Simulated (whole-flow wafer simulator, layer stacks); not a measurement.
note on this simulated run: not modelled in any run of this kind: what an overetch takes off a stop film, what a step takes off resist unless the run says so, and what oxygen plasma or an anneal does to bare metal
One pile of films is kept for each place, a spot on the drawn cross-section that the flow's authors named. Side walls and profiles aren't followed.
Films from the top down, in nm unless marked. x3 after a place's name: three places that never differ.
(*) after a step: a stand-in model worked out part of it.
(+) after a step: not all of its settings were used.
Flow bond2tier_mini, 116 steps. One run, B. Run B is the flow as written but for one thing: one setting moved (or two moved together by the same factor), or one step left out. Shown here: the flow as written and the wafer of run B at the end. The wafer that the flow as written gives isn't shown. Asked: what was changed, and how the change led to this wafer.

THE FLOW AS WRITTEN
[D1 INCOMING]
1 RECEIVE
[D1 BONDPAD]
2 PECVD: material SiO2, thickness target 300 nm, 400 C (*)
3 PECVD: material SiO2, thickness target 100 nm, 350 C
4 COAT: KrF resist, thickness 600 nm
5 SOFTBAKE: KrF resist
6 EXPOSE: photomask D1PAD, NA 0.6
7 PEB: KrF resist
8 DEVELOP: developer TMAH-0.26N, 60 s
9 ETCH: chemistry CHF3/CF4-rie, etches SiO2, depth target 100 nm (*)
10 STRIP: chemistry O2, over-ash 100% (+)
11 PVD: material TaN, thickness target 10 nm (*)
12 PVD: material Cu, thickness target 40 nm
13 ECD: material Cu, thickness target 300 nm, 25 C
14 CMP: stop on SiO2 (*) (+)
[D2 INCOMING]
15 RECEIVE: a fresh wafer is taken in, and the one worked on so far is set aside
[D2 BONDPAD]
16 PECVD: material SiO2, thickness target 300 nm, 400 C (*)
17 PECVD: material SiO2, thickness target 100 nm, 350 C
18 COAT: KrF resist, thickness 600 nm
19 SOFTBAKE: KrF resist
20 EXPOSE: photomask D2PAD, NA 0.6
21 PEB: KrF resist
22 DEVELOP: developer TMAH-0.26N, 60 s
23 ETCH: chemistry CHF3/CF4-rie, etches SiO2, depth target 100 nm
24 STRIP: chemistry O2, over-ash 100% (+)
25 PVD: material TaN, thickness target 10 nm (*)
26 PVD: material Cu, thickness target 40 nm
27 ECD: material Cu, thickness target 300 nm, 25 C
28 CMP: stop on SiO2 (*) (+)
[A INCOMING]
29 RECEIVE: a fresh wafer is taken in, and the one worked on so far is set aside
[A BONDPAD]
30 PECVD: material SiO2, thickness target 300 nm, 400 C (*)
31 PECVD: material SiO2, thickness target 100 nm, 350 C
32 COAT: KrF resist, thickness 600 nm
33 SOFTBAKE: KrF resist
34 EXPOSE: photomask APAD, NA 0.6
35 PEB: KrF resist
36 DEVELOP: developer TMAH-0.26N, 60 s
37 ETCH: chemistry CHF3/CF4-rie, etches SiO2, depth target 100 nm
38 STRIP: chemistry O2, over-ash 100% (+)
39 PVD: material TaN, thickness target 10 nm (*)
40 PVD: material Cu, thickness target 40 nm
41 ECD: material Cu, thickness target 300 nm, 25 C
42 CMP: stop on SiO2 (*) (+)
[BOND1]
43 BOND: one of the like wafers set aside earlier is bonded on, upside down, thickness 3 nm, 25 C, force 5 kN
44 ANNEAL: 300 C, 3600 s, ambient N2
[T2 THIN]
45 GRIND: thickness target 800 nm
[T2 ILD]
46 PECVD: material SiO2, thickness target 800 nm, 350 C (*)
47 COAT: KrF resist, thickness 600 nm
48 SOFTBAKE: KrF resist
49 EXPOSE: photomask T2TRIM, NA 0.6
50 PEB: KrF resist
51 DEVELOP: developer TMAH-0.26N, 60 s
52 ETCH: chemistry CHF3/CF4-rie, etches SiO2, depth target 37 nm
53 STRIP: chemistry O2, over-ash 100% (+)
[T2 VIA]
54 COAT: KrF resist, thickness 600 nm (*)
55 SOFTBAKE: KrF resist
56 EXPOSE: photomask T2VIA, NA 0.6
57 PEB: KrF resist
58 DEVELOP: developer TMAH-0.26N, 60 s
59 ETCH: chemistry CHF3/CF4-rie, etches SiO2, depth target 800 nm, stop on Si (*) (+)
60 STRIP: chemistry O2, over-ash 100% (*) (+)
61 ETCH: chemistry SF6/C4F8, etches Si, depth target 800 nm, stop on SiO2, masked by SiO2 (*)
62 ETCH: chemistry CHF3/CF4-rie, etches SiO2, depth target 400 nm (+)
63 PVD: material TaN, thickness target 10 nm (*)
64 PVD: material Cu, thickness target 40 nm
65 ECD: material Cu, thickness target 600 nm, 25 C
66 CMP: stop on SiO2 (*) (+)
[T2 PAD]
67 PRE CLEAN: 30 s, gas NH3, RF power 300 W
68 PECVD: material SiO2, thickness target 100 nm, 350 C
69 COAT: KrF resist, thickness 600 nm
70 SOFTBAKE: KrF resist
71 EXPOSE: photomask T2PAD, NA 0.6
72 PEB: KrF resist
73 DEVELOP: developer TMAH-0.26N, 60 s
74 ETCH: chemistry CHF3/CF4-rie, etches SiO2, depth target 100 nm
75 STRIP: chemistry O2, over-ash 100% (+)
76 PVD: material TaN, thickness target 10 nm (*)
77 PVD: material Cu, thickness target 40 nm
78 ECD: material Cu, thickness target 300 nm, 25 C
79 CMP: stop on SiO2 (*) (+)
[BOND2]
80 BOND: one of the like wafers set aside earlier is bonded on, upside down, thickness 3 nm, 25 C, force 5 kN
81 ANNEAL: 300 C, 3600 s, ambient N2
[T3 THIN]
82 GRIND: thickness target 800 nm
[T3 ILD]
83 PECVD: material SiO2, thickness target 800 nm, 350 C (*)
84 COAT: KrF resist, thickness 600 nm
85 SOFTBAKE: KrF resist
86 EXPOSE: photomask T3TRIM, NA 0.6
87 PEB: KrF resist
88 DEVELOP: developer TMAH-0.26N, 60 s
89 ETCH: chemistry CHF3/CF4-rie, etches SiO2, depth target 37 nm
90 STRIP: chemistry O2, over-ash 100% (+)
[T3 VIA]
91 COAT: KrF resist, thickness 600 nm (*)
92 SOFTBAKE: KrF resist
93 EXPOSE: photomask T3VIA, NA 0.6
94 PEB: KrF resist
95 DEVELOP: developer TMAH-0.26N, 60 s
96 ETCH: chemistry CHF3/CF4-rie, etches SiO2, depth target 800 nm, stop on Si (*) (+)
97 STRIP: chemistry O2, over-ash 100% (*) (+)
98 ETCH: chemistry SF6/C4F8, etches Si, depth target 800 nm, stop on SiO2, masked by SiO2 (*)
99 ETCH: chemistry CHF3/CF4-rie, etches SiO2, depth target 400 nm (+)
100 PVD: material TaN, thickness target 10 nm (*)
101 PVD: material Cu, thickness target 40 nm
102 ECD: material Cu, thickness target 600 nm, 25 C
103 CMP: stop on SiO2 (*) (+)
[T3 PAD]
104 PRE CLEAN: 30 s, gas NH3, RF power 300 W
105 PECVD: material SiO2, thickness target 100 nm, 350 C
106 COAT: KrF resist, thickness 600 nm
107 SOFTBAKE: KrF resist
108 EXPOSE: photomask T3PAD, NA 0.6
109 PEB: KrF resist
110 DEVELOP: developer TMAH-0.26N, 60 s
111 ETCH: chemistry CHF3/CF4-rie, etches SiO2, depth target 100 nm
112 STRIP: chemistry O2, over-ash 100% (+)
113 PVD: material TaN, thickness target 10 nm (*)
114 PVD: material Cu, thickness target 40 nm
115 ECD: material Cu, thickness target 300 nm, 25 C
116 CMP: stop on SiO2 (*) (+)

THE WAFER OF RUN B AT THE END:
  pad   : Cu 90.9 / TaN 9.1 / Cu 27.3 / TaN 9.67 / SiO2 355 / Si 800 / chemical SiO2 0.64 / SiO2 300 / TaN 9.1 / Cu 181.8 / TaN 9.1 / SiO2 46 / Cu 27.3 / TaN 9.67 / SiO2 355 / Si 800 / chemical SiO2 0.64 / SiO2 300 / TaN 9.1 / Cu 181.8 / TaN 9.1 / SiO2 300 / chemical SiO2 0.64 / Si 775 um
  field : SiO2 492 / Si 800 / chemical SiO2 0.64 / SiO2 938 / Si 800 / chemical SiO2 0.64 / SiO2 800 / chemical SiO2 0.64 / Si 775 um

The cause: step 68, PECVD: thickness target 146 nm was run, where the flow has thickness target 100 nm.

How the change led to this, step by step:
  68 PECVD: material SiO2, thickness target 100 nm, 350 C
      field: SiO2 +146 (as written it would be: SiO2 +100)
      pad: SiO2 +146 (new film) (as written it would be: SiO2 +100 (new film))
  74 ETCH: chemistry CHF3/CF4-rie, etches SiO2, depth target 100 nm
      pad: SiO2 -100 (as written it would be: SiO2 -100 (all of it))
Counting metal films that touch as one body, pad has 4 bodies (between them, from the top down: SiO2 355 / Si 800 / chemical SiO2 0.64 / SiO2 300; SiO2 46; SiO2 355 / Si 800 / chemical SiO2 0.64 / SiO2 300); the flow as written gives 3 bodies (between them, from the top down: SiO2 355 / Si 800 / chemical SiO2 0.64 / SiO2 300; SiO2 355 / Si 800 / chemical SiO2 0.64 / SiO2 300).
